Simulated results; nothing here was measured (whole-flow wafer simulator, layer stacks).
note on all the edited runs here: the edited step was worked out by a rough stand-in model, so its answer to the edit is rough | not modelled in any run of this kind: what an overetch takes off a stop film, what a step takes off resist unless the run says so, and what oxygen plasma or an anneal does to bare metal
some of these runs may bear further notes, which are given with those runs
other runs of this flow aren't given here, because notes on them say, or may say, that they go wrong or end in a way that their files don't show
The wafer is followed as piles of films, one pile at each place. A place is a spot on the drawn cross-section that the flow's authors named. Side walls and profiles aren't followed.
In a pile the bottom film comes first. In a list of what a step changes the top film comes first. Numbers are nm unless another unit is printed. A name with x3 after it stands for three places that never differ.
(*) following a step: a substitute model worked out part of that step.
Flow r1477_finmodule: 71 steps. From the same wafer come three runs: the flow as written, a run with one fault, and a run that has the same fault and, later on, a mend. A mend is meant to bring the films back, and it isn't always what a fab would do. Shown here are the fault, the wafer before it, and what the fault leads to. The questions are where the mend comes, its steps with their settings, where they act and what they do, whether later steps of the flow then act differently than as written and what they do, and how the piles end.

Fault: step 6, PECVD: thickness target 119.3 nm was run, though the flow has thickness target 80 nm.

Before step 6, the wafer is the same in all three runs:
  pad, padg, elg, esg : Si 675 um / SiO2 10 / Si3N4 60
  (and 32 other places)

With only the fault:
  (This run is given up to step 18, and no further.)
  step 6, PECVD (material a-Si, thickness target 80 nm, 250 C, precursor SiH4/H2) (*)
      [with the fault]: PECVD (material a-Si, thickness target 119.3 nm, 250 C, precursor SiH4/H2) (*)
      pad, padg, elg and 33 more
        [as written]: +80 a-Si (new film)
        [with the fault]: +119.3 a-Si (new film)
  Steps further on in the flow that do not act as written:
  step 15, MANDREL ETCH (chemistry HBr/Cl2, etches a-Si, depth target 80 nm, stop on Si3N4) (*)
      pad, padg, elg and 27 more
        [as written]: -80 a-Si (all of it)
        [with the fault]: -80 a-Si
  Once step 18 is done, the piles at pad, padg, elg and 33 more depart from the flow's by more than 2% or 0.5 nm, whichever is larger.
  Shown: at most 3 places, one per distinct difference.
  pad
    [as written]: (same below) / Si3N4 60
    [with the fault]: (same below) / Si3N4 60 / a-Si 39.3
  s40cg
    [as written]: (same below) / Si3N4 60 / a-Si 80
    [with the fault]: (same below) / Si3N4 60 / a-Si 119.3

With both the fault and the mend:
  After step 7 comes the mend.
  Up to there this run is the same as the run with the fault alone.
  step 7a, ETCH (chemistry tmah, depth target 39.3 nm)
      pad, padg, elg and 33 more
        -39.3 a-Si
  Every later step of the flow that is run acts as written at every place that is followed.
  The piles end the same as the flow's at every place that both follow.
